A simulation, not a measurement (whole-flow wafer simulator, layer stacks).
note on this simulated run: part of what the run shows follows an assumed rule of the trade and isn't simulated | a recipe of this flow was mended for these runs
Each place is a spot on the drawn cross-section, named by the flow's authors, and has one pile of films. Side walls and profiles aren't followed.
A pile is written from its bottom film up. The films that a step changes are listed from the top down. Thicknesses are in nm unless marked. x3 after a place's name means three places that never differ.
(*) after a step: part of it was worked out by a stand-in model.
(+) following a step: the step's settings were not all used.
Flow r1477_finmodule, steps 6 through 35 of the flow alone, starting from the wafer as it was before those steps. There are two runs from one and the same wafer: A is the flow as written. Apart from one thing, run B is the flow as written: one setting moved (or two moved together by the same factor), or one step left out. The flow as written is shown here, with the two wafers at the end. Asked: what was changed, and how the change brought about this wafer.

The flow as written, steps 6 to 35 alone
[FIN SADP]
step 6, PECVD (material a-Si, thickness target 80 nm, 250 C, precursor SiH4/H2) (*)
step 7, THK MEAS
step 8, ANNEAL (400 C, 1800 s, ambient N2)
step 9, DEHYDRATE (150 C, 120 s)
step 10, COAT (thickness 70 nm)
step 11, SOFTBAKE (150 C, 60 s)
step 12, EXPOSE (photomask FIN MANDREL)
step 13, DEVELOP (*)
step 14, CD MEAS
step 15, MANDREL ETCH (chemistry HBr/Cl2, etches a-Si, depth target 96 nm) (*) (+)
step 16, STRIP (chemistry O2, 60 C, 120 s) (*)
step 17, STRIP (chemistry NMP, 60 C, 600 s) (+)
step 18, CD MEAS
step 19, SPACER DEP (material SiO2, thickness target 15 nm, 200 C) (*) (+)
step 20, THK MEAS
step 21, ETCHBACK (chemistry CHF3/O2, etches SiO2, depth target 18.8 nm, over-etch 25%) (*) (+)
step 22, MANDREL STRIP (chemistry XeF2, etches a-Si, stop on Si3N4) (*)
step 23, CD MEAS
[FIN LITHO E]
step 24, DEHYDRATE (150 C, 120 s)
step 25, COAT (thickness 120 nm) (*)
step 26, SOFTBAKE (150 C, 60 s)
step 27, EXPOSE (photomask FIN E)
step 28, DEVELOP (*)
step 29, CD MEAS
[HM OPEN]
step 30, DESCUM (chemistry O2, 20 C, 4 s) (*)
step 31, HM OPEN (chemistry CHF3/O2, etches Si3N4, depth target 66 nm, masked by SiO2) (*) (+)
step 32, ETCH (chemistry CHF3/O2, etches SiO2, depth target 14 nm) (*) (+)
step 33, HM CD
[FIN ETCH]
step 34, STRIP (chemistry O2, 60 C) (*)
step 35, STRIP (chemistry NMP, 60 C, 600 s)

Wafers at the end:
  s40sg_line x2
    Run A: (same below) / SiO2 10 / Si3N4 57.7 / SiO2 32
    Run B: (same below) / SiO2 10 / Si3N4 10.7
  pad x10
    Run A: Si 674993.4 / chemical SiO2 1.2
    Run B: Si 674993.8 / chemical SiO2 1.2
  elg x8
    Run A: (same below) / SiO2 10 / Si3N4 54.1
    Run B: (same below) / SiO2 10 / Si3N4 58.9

Cause: step 6, PECVD: thickness target 96.8 nm was run, whereas the flow has thickness target 80 nm.

The path from the change to this, step by step:
  step 6, PECVD (material a-Si, thickness target 80 nm, 250 C, precursor SiH4/H2) (*)
      pad x10, elg x8, s40cg x2 and 16 more: A +80 a-Si (new film) | B +96.8 a-Si (new film)
  step 15, MANDREL ETCH (chemistry HBr/Cl2, etches a-Si, depth target 96 nm) (*) (+)
      pad x10, elg x8, s40sg x2, s40sg_line x2, s45sg x2, s45sg_line x2, s50sg x2, s50sg_line x2: A -80 a-Si (all of it), -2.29 Si3N4 | B -96 a-Si
  step 16, STRIP (chemistry O2, 60 C, 120 s) (*)
      pad x10, elg x8, s40sg x2, s40sg_line x2, s45sg x2, s45sg_line x2, s50sg x2, s50sg_line x2: A nothing | B +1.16 chemical SiO2 (new film), -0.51 a-Si
  step 21, ETCHBACK (chemistry CHF3/O2, etches SiO2, depth target 18.8 nm, over-etch 25%) (*) (+)
      pad x10, elg x8, s40sg x2, s45sg x2, s50sg x2: A -15 SiO2 (all of it), -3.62 Si3N4 | B -15 SiO2 (all of it), -1.16 chemical SiO2 (all of it), -0.29 a-Si (all of it), -1.13 Si3N4
  step 22, MANDREL STRIP (chemistry XeF2, etches a-Si, stop on Si3N4) (*)
      s40sg_line x2, s45sg_line x2, s50sg_line x2: A nothing | B under 1 film: -1.16 chemical SiO2 (all of it), -0.29 a-Si (all of it)
      s40cg x2, s45cg x2, s50cg x2: A -79 a-Si (all of it) | B -95.8 a-Si (all of it)
  step 25, COAT (thickness 120 nm) (*)
      s40cg x2: A +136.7 e-beam-resist (new film) | B +123.3 e-beam-resist (new film)
      s40sg x2: A +142.6 e-beam-resist (new film) | B +124.4 e-beam-resist (new film)
      (and at 14 other places as well)
  step 28, DEVELOP (*)
      s40cg x2: A -136.7 e-beam-resist (all of it) | B -123.3 e-beam-resist (all of it)
      s40sg x2: A -142.6 e-beam-resist (all of it) | B -124.4 e-beam-resist (all of it)
      (and at 14 other places as well)
  step 31, HM OPEN (chemistry CHF3/O2, etches Si3N4, depth target 66 nm, masked by SiO2) (*) (+)
      s40sg_line x2, s45sg_line x2, s50sg_line x2: A -33 SiO2 | B -15 SiO2 (all of it), -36 Si3N4
      pad x10, s40sg x2, s45sg x2, s50sg x2: A -54.1 Si3N4 (all of it), -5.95 SiO2 | B -58.9 Si3N4 (all of it), -3.57 SiO2
  step 32, ETCH (chemistry CHF3/O2, etches SiO2, depth target 14 nm) (*) (+)
      s40sg_line x2, s45sg_line x2, s50sg_line x2: A -14 SiO2 | B -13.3 Si3N4
      pad x10, s40sg x2, s45sg x2, s50sg x2: A -4.05 SiO2 (all of it), -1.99 Si | B -6.43 SiO2 (all of it), -1.51 Si
